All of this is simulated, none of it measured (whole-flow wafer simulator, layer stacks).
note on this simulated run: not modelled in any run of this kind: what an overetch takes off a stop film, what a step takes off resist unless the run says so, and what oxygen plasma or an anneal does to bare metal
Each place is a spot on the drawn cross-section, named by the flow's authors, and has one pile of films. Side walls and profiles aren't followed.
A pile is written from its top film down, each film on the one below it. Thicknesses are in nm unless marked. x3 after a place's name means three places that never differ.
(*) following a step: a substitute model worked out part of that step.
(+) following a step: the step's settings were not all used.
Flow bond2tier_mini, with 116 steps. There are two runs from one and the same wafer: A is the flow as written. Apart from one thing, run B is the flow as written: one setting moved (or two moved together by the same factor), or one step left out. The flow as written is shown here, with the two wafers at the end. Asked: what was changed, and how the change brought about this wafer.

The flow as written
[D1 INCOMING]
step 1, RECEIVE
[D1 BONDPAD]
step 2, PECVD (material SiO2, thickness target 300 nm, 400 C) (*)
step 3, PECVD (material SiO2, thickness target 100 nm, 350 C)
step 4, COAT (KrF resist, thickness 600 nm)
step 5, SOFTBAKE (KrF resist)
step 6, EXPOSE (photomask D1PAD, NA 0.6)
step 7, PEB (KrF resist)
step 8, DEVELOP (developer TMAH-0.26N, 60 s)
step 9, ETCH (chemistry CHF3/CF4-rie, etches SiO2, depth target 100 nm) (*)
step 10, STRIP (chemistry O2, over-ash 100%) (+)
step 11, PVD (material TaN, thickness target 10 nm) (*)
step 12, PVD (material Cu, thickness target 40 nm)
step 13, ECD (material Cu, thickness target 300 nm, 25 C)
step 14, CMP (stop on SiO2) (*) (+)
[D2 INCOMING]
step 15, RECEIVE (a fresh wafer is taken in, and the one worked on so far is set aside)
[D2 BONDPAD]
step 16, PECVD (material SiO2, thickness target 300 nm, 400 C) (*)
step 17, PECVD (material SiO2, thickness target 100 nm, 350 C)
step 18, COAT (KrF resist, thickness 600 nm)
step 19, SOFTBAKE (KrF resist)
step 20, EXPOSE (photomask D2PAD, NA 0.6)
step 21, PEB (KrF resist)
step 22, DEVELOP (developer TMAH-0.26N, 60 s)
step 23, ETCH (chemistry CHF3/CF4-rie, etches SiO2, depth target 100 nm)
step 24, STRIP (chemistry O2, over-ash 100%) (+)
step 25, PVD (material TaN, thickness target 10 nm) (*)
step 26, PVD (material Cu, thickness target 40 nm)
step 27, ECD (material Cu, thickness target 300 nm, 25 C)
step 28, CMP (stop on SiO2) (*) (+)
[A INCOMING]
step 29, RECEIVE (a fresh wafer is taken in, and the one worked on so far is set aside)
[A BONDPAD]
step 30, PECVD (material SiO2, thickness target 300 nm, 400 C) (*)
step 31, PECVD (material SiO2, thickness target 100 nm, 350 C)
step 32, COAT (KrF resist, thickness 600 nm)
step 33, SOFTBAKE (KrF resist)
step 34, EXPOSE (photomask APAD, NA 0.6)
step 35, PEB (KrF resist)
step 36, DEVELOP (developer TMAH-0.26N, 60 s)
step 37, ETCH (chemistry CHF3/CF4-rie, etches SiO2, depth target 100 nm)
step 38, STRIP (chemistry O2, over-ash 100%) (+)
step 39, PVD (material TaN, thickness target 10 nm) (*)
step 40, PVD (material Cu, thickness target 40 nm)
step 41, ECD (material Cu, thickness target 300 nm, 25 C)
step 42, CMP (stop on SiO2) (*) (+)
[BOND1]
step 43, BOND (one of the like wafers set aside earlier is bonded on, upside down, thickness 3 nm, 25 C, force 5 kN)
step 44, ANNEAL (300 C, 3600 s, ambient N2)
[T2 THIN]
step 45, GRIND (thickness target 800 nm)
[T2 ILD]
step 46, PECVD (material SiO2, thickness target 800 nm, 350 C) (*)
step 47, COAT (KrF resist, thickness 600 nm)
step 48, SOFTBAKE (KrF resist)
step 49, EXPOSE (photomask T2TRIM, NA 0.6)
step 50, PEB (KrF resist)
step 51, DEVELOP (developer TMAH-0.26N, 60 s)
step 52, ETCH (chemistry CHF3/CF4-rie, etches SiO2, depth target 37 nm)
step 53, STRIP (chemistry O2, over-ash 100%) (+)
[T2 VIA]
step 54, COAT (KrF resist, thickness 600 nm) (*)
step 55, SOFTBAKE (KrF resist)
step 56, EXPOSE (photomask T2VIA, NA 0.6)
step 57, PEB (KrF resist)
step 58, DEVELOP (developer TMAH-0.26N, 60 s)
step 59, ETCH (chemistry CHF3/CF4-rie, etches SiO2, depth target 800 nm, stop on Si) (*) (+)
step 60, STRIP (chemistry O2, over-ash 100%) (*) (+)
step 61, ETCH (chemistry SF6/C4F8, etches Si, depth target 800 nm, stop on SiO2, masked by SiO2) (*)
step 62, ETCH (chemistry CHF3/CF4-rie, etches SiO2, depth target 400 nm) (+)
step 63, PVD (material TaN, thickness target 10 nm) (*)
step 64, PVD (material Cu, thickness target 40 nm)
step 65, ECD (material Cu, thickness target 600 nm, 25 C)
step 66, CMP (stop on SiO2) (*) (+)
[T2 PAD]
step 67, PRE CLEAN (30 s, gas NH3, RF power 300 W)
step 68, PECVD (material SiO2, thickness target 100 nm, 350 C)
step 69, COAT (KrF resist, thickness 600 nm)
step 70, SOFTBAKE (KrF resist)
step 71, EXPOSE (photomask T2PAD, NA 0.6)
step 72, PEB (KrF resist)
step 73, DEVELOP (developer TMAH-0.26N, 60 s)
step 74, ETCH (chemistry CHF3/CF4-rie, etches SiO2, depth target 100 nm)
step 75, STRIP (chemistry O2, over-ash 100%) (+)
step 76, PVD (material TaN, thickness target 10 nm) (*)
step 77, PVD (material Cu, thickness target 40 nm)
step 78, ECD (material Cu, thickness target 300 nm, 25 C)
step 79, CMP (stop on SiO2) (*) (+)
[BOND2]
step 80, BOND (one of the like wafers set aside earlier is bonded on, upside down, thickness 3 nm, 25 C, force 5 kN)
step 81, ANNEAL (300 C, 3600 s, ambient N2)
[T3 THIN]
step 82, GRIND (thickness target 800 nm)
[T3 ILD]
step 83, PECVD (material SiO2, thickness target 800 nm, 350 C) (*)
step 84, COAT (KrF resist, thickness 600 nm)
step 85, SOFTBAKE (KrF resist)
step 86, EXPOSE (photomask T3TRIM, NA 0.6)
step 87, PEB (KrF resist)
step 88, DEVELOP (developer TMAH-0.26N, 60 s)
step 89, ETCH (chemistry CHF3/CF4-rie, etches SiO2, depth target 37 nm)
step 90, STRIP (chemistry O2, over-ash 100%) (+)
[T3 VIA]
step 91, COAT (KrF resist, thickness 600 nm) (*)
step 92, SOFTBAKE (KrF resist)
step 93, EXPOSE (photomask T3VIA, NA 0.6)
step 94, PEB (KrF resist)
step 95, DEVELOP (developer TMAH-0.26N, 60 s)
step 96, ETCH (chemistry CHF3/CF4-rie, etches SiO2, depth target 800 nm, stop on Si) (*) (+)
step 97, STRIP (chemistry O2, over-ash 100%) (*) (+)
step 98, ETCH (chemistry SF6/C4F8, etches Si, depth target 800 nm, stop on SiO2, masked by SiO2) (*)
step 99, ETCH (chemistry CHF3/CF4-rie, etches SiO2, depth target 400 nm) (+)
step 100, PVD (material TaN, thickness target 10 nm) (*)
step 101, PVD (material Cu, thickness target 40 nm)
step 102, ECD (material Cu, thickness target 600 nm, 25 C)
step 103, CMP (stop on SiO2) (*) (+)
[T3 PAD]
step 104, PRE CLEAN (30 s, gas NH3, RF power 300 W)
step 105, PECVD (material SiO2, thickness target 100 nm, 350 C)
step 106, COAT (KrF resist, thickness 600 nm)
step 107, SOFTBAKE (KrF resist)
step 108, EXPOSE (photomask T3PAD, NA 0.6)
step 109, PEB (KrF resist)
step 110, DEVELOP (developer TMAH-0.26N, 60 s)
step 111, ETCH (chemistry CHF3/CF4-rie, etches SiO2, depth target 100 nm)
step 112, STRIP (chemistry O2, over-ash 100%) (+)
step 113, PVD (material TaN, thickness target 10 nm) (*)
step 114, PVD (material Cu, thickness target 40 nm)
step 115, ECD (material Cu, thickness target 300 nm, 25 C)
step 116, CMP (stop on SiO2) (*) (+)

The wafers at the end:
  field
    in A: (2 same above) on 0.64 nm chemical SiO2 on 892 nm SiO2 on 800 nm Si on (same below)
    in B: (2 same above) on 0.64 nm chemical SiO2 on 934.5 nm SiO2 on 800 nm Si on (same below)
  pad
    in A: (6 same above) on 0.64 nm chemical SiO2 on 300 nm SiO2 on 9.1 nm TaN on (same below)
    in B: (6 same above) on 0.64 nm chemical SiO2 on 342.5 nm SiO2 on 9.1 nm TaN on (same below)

The reason: step 17, PECVD: thickness target 142.5 nm was run, though the flow has thickness target 100 nm.

The path from the change to this, step by step:
  step 17, PECVD (material SiO2, thickness target 100 nm, 350 C)
      field, pad, via: A SiO2 gains 100 | B SiO2 gains 142.5
  step 80, BOND (one of the like wafers set aside earlier is bonded on, upside down, thickness 3 nm, 25 C, force 5 kN)
      field: A Si gains 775 um (new film), chemical SiO2 gains 0.64 (new film), SiO2 gains 400 | B Si gains 775 um (new film), chemical SiO2 gains 0.64 (new film), SiO2 gains 442.5
      pad: A Si gains 775 um (new film), chemical SiO2 gains 0.64 (new film), SiO2 gains 300 (new film), TaN gains 9.1 (new film), Cu gains 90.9 | B Si gains 775 um (new film), chemical SiO2 gains 0.64 (new film), SiO2 gains 342.5 (new film), TaN gains 9.1 (new film), Cu gains 90.9
